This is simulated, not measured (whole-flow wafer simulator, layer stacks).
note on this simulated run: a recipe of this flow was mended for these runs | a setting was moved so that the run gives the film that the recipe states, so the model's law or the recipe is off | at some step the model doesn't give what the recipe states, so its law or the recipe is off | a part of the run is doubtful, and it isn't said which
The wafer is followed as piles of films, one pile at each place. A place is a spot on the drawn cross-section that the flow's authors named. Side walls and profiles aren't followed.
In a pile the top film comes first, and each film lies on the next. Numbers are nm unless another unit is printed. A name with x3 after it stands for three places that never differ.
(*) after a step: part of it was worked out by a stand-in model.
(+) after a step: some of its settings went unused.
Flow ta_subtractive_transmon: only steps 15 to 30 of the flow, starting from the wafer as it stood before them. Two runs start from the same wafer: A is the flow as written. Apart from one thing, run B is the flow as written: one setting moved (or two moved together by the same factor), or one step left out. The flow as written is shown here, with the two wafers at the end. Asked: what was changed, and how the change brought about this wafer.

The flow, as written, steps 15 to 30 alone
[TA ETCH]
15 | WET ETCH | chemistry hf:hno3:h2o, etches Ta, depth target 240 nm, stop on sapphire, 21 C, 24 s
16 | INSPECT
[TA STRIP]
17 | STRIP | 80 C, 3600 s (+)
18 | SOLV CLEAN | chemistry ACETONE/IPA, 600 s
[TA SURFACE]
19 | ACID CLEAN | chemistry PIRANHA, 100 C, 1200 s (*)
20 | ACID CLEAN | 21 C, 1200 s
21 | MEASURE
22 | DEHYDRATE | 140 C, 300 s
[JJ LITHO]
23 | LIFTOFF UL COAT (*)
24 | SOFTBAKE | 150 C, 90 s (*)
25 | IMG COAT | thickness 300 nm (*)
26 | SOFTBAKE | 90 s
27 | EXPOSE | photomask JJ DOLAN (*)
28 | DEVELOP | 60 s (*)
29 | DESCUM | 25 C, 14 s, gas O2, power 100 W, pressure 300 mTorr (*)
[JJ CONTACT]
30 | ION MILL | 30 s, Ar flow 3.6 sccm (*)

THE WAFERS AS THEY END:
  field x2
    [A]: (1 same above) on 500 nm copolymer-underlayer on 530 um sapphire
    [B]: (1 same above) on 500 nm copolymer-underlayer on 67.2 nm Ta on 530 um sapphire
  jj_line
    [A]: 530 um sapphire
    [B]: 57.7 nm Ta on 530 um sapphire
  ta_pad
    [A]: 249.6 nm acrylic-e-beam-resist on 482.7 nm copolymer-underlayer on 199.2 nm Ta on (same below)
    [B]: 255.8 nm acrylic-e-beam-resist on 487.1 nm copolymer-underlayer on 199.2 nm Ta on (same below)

What caused this: step 15, WET ETCH: 13.2 s was run, though the flow has 24 s.

Step by step, how the change led to this:
  15 | WET ETCH | chemistry hf:hno3:h2o, etches Ta, depth target 240 nm, stop on sapphire, 21 C, 24 s
      field x2, jj_line, lead: A Ta loses 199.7 (all of it) | B Ta loses 132
  23 | LIFTOFF UL COAT (*)
      lead: A copolymer-underlayer gains 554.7 (new film) | B copolymer-underlayer gains 537.1 (new film)
      ta_contact: A copolymer-underlayer gains 443.9 (new film) | B copolymer-underlayer gains 461.7 (new film)
  25 | IMG COAT | thickness 300 nm (*)
      ta_pad: A acrylic-e-beam-resist gains 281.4 (new film) | B acrylic-e-beam-resist gains 287.5 (new film)
  28 | DEVELOP | 60 s (*)
      lead: A acrylic-e-beam-resist loses 312.5 (all of it), copolymer-underlayer loses 554.7 (all of it) | B acrylic-e-beam-resist loses 308.3 (all of it), copolymer-underlayer loses 537.1 (all of it)
      ta_contact: A acrylic-e-beam-resist loses 287.5 (all of it), copolymer-underlayer loses 443.9 (all of it) | B acrylic-e-beam-resist loses 291.8 (all of it), copolymer-underlayer loses 461.7 (all of it)
  30 | ION MILL | 30 s, Ar flow 3.6 sccm (*)
      jj_line, lead: A sapphire loses 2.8 | B Ta loses 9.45
With metal films that touch counted as one body, field x2 has 1 body; the flow as written gives 0 bodies.
With metal films that touch counted as one body, jj_line has 1 body; the flow as written gives 0 bodies.
